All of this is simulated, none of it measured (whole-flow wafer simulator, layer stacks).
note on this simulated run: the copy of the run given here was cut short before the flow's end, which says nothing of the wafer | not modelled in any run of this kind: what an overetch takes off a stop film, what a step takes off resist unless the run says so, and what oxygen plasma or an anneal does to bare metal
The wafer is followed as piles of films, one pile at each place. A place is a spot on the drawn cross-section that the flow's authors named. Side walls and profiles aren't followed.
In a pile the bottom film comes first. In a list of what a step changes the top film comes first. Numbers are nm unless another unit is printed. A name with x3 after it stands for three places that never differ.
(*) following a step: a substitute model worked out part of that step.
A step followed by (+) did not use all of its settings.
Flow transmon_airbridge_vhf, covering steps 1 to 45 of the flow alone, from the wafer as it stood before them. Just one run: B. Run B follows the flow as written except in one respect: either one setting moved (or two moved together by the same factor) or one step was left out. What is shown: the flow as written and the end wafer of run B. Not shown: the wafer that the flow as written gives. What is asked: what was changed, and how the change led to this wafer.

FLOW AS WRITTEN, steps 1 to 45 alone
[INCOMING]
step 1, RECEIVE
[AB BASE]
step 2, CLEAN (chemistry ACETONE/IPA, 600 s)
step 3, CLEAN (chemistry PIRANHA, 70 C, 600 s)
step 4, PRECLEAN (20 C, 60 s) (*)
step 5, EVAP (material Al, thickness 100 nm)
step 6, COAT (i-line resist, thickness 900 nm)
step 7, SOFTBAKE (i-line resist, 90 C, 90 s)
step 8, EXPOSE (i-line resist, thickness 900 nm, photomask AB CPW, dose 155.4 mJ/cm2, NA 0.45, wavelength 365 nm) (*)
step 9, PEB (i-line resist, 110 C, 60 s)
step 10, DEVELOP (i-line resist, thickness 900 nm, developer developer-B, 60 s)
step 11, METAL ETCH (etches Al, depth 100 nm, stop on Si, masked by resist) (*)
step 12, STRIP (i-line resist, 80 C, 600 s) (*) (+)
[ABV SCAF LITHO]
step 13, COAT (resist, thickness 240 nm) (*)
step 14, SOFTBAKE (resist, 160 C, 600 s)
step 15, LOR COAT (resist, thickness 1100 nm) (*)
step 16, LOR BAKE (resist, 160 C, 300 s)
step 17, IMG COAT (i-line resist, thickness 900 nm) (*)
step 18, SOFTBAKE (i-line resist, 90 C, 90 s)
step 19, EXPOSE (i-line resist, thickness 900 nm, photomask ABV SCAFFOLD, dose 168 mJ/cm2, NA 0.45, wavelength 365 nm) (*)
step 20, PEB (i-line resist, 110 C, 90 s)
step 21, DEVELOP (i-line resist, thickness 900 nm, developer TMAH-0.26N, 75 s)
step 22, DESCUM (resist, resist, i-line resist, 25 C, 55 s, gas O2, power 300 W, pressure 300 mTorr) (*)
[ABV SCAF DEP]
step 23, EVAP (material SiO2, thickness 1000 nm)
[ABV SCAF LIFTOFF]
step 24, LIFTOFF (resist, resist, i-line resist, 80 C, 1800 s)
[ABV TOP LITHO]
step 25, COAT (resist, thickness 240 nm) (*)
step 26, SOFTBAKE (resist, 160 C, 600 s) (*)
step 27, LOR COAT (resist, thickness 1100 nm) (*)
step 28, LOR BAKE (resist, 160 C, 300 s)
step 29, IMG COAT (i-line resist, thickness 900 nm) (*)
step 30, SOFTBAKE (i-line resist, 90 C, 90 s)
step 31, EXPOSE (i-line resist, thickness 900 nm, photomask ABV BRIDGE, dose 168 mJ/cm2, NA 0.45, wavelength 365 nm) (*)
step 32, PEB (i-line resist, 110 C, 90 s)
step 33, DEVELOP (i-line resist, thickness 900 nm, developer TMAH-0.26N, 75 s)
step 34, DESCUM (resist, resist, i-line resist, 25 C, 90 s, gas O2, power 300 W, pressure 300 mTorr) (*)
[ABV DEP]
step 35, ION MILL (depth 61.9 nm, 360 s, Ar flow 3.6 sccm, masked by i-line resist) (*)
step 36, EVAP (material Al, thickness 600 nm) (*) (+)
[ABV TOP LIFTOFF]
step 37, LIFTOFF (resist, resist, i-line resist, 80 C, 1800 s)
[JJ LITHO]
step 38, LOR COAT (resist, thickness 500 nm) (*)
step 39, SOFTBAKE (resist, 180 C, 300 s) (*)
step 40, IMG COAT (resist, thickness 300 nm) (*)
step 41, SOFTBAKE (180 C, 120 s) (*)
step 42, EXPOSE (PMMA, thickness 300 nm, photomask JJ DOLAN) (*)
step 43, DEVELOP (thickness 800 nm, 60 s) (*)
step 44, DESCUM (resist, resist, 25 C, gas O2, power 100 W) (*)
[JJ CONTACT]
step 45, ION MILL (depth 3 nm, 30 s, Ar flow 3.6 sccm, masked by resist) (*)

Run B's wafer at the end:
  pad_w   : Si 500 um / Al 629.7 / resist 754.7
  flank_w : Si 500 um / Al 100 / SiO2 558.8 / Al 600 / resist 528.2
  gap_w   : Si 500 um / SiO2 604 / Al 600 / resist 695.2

The reason: step 23, EVAP: thickness 640 nm was run, whereas the flow has thickness 1000 nm.

The path from the change to this, step by step:
  step 23, EVAP (material SiO2, thickness 1000 nm)
      field x3, jj_line, ground_far and 10 more: +640 SiO2 (new film) (as written it would have been: +1000 SiO2 (new film))
      flank_w, flank_e: +594.8 SiO2 (new film) (as written it would have been: +929.3 SiO2 (new film))
  step 24, LIFTOFF (resist, resist, i-line resist, 80 C, 1800 s)
      field x3, jj_line, trace_open_s x2: -640 SiO2 (all of it), -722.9 i-line resist (all of it), -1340 resist (all of it) (as written it would have been: -1000 SiO2 (all of it), -722.9 i-line resist (all of it), -1340 resist (all of it))
      pad_w, pad_e: -640 SiO2 (all of it), -718 i-line resist (all of it), -1330.2 resist (all of it) (as written it would have been: -1000 SiO2 (all of it), -718 i-line resist (all of it), -1330.2 resist (all of it))
      (also at 1 further place)
  step 25, COAT (resist, thickness 240 nm) (*)
      flank_w, flank_e: +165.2 resist (new film) (as written it would have been: +152.6 resist (new film))
      gap_w, gap_e: +226.1 resist (new film) (as written it would have been: +210.7 resist (new film))
      (also at 6 further places)
  step 27, LOR COAT (resist, thickness 1100 nm) (*)
      gap_w, gap_e: +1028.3 resist (as written it would have been: +977.8 resist)
      margin_s, margin_n: +913 resist (as written it would have been: +823.4 resist)
      (also at 6 further places)
  step 29, IMG COAT (i-line resist, thickness 900 nm) (*)
      gap_w, gap_e: +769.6 i-line resist (new film) (as written it would have been: +681.7 i-line resist (new film))
      margin_s, margin_n: +716.5 i-line resist (new film) (as written it would have been: +603.2 i-line resist (new film))
      (also at 7 further places)
  step 32, PEB (i-line resist, 110 C, 90 s)
      pad_w, pad_e: -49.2 i-line resist (as written it would have been: -51 i-line resist)
      flank_w, flank_e: -41.9 i-line resist (as written it would have been: -38.3 i-line resist)
      (also at 7 further places)
  step 33, DEVELOP (i-line resist, thickness 900 nm, developer TMAH-0.26N, 75 s)
      gap_w, gap_e: -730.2 i-line resist (all of it), -1028.3 resist (as written it would have been: -646.9 i-line resist (all of it), -977.8 resist)
      pad_w: -906.1 i-line resist (all of it), -1191.3 resist (as written it would have been: -937.2 i-line resist (all of it), -1247.8 resist)
      (also at 5 further places)
  step 34, DESCUM (resist, resist, i-line resist, 25 C, 90 s, gas O2, power 300 W, pressure 300 mTorr) (*)
      flank_w, flank_e: -165.2 resist (all of it) (as written it would have been: -152.6 resist (all of it))
      gap_w, gap_e: -226.1 resist (all of it) (as written it would have been: -210.7 resist (all of it))
      (also at 4 further places)
  step 37, LIFTOFF (resist, resist, i-line resist, 80 C, 1800 s)
      margin_s, margin_n: -600 Al (all of it), -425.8 i-line resist (all of it), -1102.3 resist (all of it) (as written it would have been: -600 Al (all of it), -318.3 i-line resist (all of it), -992 resist (all of it))
      ground_far: -600 Al (all of it), -672.9 i-line resist (all of it), -1372 resist (all of it) (as written it would have been: -600 Al (all of it), -717.9 i-line resist (all of it), -1384.9 resist (all of it))
  step 38, LOR COAT (resist, thickness 500 nm) (*)
      pad_w, pad_e: +496 resist (new film) (as written it would have been: +517 resist (new film))
      flank_w, flank_e: +336.2 resist (new film) (as written it would have been: +306.5 resist (new film))
      (also at 6 further places)
  step 40, IMG COAT (resist, thickness 300 nm) (*)
      pad_w, pad_e: +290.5 resist (as written it would have been: +300.1 resist)
      flank_w, flank_e: +223.9 resist (as written it would have been: +212.1 resist)
      (also at 6 further places)
